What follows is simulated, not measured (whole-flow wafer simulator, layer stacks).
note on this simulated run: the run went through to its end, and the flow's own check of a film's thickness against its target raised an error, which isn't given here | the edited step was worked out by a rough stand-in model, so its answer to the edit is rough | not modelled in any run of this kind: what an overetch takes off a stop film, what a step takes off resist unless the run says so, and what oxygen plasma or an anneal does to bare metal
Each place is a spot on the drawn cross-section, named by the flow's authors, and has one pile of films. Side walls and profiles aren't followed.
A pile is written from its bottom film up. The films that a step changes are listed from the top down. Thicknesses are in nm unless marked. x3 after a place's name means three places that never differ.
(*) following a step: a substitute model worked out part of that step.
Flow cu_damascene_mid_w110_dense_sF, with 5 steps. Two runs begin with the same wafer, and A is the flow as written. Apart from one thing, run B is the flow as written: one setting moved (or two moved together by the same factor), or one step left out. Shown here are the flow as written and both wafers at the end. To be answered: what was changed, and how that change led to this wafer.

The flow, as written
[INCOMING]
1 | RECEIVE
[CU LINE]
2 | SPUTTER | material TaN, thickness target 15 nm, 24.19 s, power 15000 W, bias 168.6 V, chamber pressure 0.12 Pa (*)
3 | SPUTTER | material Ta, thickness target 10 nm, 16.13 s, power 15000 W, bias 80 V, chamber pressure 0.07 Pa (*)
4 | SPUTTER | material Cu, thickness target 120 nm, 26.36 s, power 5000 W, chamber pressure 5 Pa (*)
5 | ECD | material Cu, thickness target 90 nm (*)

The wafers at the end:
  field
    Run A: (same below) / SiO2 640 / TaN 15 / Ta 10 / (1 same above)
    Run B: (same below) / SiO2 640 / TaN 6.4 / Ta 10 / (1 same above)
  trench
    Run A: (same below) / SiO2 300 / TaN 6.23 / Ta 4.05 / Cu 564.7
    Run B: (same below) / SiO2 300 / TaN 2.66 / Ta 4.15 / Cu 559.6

What caused this: step 2, SPUTTER: thickness target 6.4 nm was run, while the flow as written has thickness target 15 nm; step 2, SPUTTER: 10.28 s was run, where the flow has 24.19 s.
The wafer itself shows it: field has TaN 6.4, and step 2 as written asks for 15 nm.

How this came from the change, step by step:
  2 | SPUTTER | material TaN, thickness target 15 nm, 24.19 s, power 15000 W, bias 168.6 V, chamber pressure 0.12 Pa (*)
      field: A TaN gains 15 (new film) | B TaN gains 6.4 (new film)
      trench: A TaN gains 6.23 (new film) | B TaN gains 2.66 (new film)
  4 | SPUTTER | material Cu, thickness target 120 nm, 26.36 s, power 5000 W, chamber pressure 5 Pa (*)
      trench: A Cu gains 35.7 (new film) | B Cu gains 36.7 (new film)
